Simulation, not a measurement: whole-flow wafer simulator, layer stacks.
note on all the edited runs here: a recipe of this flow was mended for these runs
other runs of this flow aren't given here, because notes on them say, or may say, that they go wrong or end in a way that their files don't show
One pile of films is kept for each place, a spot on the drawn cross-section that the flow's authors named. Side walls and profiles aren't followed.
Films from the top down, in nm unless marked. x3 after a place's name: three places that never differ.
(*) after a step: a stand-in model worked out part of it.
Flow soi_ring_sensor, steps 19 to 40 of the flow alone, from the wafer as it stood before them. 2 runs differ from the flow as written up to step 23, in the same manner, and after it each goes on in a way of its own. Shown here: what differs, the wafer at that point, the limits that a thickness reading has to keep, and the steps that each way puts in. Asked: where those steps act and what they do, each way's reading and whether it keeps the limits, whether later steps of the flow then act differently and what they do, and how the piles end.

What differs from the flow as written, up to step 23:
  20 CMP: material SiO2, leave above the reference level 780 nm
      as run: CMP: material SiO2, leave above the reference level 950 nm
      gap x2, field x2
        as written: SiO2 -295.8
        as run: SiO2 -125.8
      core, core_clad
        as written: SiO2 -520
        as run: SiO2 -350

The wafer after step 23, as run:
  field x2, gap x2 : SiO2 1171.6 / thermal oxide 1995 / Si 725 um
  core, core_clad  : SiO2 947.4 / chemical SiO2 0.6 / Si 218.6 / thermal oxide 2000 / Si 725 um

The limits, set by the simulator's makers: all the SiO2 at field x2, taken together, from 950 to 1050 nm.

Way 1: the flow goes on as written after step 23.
  The reading after step 23: 1171.6 nm, outside the limits.
  Later steps of the flow that act differently than as written:
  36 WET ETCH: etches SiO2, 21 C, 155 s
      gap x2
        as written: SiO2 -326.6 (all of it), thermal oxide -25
        this way: SiO2 -364.2
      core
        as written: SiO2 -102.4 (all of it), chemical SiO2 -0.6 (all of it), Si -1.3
        this way: SiO2 -272.4 (all of it), chemical SiO2 -0.6 (all of it), Si -0.45
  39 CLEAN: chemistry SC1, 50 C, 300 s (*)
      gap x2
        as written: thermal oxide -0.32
        this way: SiO2 -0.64
  At the end the piles differ from the flow's by more than 2% or 0.5 nm, whichever is larger, at gap x2, field x2, core_clad.
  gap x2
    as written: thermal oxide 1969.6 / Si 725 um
    this way: SiO2 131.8 / thermal oxide 1995 / Si 725 um
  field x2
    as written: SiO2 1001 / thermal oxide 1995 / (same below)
    this way: SiO2 1171 / thermal oxide 1995 / (same below)
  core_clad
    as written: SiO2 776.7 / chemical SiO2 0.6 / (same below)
    this way: SiO2 946.7 / chemical SiO2 0.6 / (same below)

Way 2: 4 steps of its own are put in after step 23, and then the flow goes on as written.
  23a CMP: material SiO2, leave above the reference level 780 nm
      core, gap x2, field x2, core_clad
        SiO2 -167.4
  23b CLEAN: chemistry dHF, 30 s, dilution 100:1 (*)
      core, gap x2, field x2, core_clad
        SiO2 -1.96
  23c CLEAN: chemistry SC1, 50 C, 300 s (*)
      core, gap x2, field x2, core_clad
        SiO2 -0.64
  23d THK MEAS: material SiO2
      changes no film at any place that is followed
  The reading after step 23d: 1001.6 nm, within the limits.
  No later step of the flow acts differently than as written at any place that is followed.
  At the end the piles are the same as the flow's at every place that both follow.

Within the limits: way 2. Outside them: way 1.
